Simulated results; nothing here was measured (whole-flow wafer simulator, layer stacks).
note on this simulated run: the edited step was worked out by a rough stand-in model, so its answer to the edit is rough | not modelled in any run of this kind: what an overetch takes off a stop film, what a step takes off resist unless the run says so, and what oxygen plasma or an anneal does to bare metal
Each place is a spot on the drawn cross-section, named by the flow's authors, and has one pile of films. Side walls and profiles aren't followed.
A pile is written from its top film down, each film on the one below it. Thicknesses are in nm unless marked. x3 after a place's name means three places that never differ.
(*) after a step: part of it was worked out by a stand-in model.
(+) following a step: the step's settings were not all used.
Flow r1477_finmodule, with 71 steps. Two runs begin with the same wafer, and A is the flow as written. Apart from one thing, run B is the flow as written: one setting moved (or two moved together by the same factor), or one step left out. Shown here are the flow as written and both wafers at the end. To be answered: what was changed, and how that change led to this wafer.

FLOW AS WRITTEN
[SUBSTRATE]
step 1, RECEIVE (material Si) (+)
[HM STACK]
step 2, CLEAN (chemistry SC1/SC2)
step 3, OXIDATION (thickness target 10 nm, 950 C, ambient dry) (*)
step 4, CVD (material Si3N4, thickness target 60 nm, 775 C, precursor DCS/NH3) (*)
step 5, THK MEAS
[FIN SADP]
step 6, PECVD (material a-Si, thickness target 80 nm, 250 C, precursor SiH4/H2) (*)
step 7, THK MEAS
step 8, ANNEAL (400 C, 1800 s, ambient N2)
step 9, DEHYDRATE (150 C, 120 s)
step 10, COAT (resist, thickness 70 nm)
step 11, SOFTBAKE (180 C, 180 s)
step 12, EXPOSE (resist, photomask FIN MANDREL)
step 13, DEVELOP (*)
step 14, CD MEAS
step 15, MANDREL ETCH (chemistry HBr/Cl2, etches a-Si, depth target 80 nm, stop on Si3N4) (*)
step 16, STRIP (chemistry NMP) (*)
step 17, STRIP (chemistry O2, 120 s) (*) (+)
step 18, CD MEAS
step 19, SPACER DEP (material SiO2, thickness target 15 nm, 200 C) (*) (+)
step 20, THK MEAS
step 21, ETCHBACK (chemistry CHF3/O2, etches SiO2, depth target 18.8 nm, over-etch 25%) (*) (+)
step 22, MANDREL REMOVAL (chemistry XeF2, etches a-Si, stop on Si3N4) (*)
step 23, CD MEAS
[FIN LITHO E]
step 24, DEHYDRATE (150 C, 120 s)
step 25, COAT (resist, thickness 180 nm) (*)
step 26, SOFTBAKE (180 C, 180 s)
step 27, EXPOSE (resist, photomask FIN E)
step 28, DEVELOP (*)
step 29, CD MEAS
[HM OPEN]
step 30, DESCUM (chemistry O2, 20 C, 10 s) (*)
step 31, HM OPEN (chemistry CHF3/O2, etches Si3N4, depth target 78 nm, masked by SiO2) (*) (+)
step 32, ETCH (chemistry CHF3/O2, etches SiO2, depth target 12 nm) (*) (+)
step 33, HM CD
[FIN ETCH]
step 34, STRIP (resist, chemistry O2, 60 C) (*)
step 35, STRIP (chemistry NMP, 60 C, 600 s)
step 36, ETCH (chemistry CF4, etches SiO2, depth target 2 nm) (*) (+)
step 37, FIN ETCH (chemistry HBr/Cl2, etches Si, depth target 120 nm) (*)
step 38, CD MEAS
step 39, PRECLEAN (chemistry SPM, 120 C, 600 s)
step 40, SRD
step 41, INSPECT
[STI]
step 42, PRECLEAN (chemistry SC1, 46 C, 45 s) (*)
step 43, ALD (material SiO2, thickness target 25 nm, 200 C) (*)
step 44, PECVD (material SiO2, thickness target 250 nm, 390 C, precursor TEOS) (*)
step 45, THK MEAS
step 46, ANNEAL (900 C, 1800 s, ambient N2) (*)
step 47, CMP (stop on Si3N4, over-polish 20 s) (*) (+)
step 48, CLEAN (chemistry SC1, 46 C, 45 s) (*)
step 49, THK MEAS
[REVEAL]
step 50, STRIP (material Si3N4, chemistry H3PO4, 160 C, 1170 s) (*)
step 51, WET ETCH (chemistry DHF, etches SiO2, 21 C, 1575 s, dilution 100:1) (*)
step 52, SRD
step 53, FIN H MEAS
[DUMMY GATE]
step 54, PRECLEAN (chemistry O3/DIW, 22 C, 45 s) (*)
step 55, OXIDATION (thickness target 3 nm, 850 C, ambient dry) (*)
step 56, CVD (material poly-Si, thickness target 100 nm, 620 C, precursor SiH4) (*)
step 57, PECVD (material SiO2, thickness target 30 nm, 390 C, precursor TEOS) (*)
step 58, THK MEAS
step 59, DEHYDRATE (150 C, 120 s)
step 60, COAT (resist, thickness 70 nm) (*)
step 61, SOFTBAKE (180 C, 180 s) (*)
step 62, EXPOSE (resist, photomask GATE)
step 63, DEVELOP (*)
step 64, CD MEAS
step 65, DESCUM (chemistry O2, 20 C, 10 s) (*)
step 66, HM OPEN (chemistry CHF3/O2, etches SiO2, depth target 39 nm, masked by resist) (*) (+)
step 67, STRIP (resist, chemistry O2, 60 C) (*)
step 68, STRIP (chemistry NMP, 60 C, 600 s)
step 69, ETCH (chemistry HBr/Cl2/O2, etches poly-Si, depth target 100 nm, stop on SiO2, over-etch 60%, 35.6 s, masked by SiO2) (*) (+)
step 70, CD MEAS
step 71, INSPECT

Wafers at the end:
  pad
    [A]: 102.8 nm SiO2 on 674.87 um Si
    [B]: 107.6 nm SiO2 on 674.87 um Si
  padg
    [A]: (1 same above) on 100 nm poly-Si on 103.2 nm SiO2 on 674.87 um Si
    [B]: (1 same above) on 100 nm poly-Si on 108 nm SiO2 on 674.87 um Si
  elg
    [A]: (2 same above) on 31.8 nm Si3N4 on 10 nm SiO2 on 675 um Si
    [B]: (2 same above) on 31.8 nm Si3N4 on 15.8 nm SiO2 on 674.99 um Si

Cause: step 3, OXIDATION: thickness target 15.8 nm was run, whereas the flow has thickness target 10 nm.
The wafer lets one read it off: elg has SiO2 15.8, and step 3 as written asks for 10 nm.

How this came from the change, step by step:
  step 3, OXIDATION (thickness target 10 nm, 950 C, ambient dry) (*)
      pad, padg, elg and 33 more: A SiO2 gains 10 (new film), chemical SiO2 loses 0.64 (all of it), Si loses 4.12 | B SiO2 gains 15.8 (new film), chemical SiO2 loses 0.64 (all of it), Si loses 6.67
  step 31, HM OPEN (chemistry CHF3/O2, etches Si3N4, depth target 78 nm, masked by SiO2) (*) (+)
      pad, padg, esg and 13 more: A Si3N4 loses 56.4 (all of it), SiO2 loses 10 (all of it) | B Si3N4 loses 56.4 (all of it), SiO2 loses 10.8
  step 32, ETCH (chemistry CHF3/O2, etches SiO2, depth target 12 nm) (*) (+)
      pad, padg, e40sg and 11 more: A Si loses 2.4 | B SiO2 loses 4.99 (all of it), Si loses 1.4
      esg, eso: A Si loses 1.77 | B SiO2 loses 4.99 (all of it), Si loses 1.4
      (and at 6 other places as well)
  step 43, ALD (material SiO2, thickness target 25 nm, 200 C) (*)
      esg: A SiO2 gains 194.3 (new film) | B SiO2 gains 199.7 (new film)
  step 47, CMP (stop on Si3N4, over-polish 20 s) (*) (+)
      pad, padg, e40sg and 11 more: A SiO2 loses 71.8 | B SiO2 loses 67
      eso: A SiO2 loses 72.4 | B SiO2 loses 67
  step 51, WET ETCH (chemistry DHF, etches SiO2, 21 C, 1575 s, dilution 100:1) (*)
      s40sg_line, s45sg_line, s50sg_line, s40so_line, s45so_line, s50so_line: A SiO2 loses 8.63 (all of it) | B SiO2 loses 14.4 (all of it)
  step 56, CVD (material poly-Si, thickness target 100 nm, 620 C, precursor SiH4) (*)
      s40cg, s40co: A poly-Si gains 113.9 (new film) | B poly-Si gains 108.1 (new film)
      s45cg, s45co: A poly-Si gains 113.4 (new film) | B poly-Si gains 107.6 (new film)
      (and at 2 other places as well)
  step 60, COAT (resist, thickness 70 nm) (*)
      s40sg, s40so: A resist gains 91 (new film) | B resist gains 85.5 (new film)
      s45sg, s45so: A resist gains 91 (new film) | B resist gains 85.4 (new film)
      (and at 2 other places as well)
  step 63, DEVELOP (*)
      s40so: A resist loses 91 (all of it) | B resist loses 85.5 (all of it)
      s45so: A resist loses 91 (all of it) | B resist loses 85.4 (all of it)
      (and at 1 other place as well)
  step 67, STRIP (resist, chemistry O2, 60 C) (*)
      s40sg: A resist loses 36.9 (all of it) | B resist loses 31.4 (all of it)
      s45sg: A resist loses 36.9 (all of it) | B resist loses 31.3 (all of it)
      (and at 1 other place as well)
  step 69, ETCH (chemistry HBr/Cl2/O2, etches poly-Si, depth target 100 nm, stop on SiO2, over-etch 60%, 35.6 s, masked by SiO2) (*) (+)
      s40co: A chemical SiO2 loses 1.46 (all of it), poly-Si loses 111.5 (all of it), SiO2 loses 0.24 | B chemical SiO2 loses 1.46 (all of it), poly-Si loses 105.7 (all of it), SiO2 loses 0.27
      s45co: A chemical SiO2 loses 1.46 (all of it), poly-Si loses 110.9 (all of it), SiO2 loses 0.25 | B chemical SiO2 loses 1.46 (all of it), poly-Si loses 105.1 (all of it), SiO2 loses 0.27
      (and at 1 other place as well)
